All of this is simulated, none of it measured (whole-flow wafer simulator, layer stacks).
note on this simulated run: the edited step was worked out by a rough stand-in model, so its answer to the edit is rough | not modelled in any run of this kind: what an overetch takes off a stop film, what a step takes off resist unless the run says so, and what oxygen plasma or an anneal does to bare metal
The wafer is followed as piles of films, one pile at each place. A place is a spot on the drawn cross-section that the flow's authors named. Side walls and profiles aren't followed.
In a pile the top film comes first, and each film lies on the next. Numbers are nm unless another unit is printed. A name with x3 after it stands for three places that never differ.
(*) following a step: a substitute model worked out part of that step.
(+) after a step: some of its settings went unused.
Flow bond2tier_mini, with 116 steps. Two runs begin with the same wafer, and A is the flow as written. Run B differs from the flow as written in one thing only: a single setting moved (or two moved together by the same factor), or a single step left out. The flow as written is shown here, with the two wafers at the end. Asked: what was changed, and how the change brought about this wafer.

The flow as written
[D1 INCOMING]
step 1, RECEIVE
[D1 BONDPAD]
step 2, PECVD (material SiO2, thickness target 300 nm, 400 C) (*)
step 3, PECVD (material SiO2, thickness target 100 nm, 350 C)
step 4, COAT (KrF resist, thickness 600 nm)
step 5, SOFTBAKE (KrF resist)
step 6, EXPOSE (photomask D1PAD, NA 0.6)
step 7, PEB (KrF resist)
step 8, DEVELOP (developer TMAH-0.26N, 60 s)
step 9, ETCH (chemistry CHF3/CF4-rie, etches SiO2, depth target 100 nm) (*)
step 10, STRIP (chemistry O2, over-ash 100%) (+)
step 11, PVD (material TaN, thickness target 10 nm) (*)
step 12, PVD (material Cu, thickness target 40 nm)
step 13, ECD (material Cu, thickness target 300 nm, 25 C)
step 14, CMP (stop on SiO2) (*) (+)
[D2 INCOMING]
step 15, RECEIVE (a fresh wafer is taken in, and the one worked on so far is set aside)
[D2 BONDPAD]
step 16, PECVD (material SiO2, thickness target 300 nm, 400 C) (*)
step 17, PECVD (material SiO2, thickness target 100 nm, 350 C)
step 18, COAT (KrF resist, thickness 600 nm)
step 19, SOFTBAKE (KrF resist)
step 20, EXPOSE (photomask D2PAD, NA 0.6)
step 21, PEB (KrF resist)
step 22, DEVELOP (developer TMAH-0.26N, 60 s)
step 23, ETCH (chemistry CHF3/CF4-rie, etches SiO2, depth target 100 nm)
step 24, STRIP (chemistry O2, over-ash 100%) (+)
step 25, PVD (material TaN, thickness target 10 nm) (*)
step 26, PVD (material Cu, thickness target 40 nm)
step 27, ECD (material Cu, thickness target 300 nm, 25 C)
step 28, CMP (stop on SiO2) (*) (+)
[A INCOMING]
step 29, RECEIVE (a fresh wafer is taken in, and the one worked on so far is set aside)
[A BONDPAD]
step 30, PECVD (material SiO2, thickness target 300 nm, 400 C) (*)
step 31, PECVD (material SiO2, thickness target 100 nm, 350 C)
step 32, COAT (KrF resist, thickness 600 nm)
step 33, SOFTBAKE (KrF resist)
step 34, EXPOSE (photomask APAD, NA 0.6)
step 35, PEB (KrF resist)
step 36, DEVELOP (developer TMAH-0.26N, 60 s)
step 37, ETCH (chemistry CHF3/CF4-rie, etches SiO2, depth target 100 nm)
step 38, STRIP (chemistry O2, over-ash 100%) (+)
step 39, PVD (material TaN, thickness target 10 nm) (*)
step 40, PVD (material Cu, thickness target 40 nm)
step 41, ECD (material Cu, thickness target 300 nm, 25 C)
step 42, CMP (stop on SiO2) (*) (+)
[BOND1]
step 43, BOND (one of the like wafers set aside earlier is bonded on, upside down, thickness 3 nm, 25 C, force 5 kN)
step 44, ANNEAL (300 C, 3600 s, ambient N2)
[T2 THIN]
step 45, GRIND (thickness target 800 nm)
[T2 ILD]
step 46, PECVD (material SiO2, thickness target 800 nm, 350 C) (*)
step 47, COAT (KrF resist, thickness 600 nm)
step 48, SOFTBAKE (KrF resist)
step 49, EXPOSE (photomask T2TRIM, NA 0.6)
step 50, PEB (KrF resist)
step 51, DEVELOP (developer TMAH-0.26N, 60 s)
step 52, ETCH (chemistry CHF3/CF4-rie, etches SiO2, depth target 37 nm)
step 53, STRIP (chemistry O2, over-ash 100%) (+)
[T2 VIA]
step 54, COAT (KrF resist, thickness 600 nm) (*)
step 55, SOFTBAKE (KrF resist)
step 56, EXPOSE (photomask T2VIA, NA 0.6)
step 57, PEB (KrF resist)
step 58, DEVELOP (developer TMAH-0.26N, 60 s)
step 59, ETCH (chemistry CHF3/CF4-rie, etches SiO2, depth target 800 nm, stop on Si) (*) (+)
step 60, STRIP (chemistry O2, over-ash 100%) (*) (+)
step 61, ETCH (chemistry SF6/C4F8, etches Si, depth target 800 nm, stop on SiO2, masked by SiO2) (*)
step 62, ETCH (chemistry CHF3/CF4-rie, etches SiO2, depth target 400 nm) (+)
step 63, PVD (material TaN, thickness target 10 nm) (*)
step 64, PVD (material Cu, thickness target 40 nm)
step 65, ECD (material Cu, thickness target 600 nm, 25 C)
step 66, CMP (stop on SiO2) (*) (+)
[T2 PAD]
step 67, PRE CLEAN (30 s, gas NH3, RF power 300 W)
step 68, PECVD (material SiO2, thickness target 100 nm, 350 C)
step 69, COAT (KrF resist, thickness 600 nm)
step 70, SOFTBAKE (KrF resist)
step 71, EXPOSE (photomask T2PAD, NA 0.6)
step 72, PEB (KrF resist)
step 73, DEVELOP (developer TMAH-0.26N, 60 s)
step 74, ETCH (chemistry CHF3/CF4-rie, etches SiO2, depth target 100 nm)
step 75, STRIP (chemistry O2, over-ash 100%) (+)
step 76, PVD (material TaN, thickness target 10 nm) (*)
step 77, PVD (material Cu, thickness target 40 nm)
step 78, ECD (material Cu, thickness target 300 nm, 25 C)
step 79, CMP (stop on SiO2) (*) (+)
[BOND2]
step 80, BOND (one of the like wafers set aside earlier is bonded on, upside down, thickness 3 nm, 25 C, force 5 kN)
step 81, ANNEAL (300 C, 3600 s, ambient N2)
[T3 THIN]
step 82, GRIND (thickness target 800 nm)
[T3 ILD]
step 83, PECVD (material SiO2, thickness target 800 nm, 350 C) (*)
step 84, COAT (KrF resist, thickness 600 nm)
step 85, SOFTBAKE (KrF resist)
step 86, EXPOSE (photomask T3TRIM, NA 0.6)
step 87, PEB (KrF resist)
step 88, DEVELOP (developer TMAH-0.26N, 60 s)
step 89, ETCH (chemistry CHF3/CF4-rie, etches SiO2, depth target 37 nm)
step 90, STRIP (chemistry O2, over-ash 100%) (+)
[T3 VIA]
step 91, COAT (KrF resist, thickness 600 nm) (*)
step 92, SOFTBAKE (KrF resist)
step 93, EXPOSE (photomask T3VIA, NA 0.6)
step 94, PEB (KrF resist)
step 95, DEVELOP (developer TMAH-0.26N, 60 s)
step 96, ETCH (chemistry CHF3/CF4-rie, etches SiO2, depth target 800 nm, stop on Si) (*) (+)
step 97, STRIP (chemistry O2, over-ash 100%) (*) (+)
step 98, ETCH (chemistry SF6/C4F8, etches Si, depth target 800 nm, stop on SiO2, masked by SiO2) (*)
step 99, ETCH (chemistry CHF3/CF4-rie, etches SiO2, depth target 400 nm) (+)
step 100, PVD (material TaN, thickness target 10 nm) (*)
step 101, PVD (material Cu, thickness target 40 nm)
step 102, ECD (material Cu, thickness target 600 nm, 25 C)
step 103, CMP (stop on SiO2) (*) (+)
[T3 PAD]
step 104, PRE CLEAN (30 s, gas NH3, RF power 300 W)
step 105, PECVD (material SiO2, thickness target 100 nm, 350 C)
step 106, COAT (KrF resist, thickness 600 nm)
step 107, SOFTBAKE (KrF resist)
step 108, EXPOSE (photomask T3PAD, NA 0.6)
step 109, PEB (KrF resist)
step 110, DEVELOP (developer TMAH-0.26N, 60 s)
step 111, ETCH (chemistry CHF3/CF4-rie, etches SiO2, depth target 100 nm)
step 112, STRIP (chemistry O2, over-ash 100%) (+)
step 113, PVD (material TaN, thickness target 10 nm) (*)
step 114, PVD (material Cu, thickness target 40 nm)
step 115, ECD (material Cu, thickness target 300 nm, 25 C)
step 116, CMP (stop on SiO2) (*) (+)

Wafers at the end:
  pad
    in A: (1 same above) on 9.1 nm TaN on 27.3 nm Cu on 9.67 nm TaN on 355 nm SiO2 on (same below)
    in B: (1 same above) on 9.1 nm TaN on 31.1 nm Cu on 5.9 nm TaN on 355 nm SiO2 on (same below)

The reason: step 100, PVD: thickness target 6.1 nm was run, though the flow has thickness target 10 nm.

Step by step, how the change led to this:
  step 100, PVD (material TaN, thickness target 10 nm) (*)
      field: A +10 TaN (new film) | B +6.1 TaN (new film)
      pad: A +9.67 TaN (new film) | B +5.9 TaN (new film)
  step 103, CMP (stop on SiO2) (*) (+)
      field: A -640 Cu (all of it), -10 TaN (all of it) | B -640 Cu (all of it), -6.1 TaN (all of it)
